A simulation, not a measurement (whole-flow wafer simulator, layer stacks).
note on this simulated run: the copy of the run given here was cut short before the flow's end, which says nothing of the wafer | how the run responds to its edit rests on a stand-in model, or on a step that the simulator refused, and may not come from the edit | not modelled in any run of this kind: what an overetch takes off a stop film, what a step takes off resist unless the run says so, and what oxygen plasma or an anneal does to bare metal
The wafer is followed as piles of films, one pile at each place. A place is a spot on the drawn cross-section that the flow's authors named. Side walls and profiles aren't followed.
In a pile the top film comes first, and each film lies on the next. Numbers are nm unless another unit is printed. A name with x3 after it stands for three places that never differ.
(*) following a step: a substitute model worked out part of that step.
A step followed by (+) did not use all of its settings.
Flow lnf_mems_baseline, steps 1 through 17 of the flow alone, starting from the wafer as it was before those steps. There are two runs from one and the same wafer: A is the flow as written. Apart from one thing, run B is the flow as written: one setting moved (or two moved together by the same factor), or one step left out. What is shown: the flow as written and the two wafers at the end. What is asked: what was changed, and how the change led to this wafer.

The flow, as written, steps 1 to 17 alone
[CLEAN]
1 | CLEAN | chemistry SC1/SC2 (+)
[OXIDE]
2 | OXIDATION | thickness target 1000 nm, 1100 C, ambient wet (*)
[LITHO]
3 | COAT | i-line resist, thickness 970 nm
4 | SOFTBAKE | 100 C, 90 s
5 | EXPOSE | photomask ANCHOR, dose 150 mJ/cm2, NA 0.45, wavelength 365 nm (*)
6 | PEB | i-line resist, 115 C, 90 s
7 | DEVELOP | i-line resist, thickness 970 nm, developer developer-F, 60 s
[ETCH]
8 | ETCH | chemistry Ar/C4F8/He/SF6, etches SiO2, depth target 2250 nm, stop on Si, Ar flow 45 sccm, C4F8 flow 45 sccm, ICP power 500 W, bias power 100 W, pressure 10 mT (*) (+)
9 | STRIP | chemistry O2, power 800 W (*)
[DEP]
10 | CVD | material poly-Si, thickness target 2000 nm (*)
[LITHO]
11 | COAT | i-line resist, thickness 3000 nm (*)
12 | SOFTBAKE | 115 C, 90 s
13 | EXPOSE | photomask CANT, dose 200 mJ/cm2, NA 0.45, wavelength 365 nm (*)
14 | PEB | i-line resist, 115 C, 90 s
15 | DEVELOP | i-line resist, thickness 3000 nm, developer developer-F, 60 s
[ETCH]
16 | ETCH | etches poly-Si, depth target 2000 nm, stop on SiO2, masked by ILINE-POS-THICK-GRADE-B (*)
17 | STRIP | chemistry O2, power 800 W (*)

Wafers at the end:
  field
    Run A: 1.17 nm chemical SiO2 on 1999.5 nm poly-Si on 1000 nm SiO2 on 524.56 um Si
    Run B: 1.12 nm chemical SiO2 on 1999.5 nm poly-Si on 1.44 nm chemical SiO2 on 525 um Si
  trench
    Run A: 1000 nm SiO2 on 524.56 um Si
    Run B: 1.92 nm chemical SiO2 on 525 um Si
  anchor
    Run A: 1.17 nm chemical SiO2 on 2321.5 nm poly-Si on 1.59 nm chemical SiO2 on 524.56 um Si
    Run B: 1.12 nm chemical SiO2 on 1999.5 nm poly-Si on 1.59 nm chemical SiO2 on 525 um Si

The reason: step 2, OXIDATION: thickness target 1000 nm, 1100 C, ambient wet (*), was omitted.

How this came from the change, step by step:
  8 | ETCH | chemistry Ar/C4F8/He/SF6, etches SiO2, depth target 2250 nm, stop on Si, Ar flow 45 sccm, C4F8 flow 45 sccm, ICP power 500 W, bias power 100 W, pressure 10 mT (*) (+)
      anchor: A -1000 SiO2 (all of it) | B -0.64 chemical SiO2 (all of it)
      field, beam, trench, char_slit: A -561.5 i-line resist | B -61.8 i-line resist
  9 | STRIP | chemistry O2, power 800 W (*)
      field, beam, trench, char_slit: A -371.6 i-line resist (all of it) | B -871.3 i-line resist (all of it), +0.8 chemical SiO2, -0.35 Si
  10 | CVD | material poly-Si, thickness target 2000 nm (*)
      anchor: A +2322 poly-Si (new film) | B +2000 poly-Si (new film)
  11 | COAT | i-line resist, thickness 3000 nm (*)
      anchor: A +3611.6 i-line resist (new film) | B +3000.2 i-line resist (new film)
  12 | SOFTBAKE | 115 C, 90 s
      field: A -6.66 i-line resist | B nothing
      anchor: A +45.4 i-line resist | B nothing
      (and at 2 other places as well)
  14 | PEB | i-line resist, 115 C, 90 s
      anchor: A -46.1 i-line resist | B -34.9 i-line resist
  17 | STRIP | chemistry O2, power 800 W (*)
      anchor: A +1.17 chemical SiO2 (new film), -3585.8 i-line resist (all of it), -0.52 poly-Si | B +1.12 chemical SiO2 (new film), -2940.2 i-line resist (all of it), -0.49 poly-Si
